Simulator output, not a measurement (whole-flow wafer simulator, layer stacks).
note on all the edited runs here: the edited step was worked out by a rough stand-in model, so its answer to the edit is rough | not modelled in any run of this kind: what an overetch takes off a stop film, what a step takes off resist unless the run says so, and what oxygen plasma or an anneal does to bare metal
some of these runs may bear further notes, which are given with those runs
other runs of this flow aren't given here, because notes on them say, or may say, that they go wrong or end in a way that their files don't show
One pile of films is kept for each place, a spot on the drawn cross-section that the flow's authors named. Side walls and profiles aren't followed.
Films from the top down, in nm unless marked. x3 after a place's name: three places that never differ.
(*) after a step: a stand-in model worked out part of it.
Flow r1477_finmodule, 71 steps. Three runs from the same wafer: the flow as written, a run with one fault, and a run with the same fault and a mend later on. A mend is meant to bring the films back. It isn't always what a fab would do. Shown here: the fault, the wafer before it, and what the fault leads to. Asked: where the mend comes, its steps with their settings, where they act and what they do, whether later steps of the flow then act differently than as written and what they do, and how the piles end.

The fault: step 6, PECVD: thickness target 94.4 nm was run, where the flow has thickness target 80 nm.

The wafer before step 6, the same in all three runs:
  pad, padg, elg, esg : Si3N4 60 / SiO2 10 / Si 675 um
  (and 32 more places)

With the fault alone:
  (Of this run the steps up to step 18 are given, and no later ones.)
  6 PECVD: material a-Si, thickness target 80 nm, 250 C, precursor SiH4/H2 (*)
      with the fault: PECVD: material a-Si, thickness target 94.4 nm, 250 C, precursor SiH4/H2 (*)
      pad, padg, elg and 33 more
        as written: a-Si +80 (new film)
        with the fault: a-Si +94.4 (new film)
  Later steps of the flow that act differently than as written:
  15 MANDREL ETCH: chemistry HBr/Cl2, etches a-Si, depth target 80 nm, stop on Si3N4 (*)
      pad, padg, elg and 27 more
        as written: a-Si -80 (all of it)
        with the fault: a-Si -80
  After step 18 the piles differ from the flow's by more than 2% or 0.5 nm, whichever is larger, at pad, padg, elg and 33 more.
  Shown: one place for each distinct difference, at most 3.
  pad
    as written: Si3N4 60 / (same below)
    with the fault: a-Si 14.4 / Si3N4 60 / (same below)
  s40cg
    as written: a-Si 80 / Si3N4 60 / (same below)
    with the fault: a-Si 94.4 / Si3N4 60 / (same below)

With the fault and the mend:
  The mend comes after step 7.
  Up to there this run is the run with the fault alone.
  7a ETCH: chemistry tmah, depth target 14.4 nm
      pad, padg, elg and 33 more
        a-Si -14.4
  No later step of the flow acts differently than as written at any place that is followed.
  At the end the piles are the same as the flow's at every place that both follow.
